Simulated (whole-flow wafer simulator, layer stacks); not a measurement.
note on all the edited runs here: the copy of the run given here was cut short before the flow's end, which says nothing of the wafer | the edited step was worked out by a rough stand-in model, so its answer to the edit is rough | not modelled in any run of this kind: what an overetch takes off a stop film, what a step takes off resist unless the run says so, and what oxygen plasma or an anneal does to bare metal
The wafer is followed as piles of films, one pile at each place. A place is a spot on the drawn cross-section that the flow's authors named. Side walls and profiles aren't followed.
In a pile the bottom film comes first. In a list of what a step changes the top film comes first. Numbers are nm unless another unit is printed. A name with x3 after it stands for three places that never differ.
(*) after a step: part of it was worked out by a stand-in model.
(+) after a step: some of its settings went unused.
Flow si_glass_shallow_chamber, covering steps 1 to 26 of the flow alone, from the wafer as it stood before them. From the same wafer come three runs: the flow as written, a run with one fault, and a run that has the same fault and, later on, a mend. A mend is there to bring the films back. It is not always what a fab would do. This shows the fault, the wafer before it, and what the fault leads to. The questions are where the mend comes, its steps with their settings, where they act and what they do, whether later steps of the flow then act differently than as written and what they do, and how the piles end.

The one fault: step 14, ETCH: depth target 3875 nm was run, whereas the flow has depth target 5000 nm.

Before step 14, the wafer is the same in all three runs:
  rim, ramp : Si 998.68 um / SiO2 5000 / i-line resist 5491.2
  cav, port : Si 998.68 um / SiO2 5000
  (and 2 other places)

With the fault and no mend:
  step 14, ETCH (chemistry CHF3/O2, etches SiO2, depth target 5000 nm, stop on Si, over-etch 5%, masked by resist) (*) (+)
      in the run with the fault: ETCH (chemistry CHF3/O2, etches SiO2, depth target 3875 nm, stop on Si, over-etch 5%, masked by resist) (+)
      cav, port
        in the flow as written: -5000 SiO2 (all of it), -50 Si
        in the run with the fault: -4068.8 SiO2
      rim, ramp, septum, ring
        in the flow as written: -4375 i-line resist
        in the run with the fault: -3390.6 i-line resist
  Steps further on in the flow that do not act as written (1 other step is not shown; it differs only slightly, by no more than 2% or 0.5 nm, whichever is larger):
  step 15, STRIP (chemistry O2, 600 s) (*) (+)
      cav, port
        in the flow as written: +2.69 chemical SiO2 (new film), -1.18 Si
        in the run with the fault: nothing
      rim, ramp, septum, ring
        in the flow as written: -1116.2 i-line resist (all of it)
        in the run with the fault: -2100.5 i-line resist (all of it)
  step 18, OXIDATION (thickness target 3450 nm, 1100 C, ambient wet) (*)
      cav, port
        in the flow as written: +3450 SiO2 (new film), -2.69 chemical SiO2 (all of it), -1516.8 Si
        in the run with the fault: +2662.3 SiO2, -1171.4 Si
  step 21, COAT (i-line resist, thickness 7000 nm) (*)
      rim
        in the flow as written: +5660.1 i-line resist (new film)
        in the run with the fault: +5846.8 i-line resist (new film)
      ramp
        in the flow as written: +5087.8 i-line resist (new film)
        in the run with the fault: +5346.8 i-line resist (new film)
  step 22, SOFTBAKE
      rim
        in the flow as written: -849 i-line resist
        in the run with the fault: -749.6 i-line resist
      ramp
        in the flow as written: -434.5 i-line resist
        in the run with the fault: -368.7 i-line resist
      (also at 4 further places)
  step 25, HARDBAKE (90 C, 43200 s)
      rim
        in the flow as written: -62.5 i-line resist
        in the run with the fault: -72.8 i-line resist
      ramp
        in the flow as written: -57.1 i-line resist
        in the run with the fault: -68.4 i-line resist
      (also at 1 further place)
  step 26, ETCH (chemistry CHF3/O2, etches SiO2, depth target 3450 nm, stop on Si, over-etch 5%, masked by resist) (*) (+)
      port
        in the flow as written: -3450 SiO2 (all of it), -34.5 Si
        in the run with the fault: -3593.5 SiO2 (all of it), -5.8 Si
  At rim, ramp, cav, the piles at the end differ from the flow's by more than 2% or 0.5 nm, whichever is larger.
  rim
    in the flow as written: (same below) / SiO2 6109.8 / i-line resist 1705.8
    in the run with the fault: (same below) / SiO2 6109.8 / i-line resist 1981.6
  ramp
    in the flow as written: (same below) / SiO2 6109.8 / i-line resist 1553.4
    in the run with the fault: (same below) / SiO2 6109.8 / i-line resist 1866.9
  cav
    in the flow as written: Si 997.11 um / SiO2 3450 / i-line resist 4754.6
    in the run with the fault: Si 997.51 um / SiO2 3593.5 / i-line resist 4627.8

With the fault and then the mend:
  After step 14 comes the mend.
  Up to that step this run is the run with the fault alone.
  step 14a, ETCH (chemistry CHF3/O2, etches SiO2, depth target 1125 nm, stop on Si, over-etch 5%, masked by resist) (*) (the flow's step 14, run once more with other settings)
      rim, ramp, septum, ring
        -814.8 i-line resist
      cav, port
        -931.2 SiO2 (all of it), -50 Si
  Steps further on in the flow that do not act as written:
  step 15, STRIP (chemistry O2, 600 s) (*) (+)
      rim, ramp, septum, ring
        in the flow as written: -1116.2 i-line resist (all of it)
        in the run with the mend: -1285.7 i-line resist (all of it)
  By the end, the piles equal the flow's at every place that both follow.
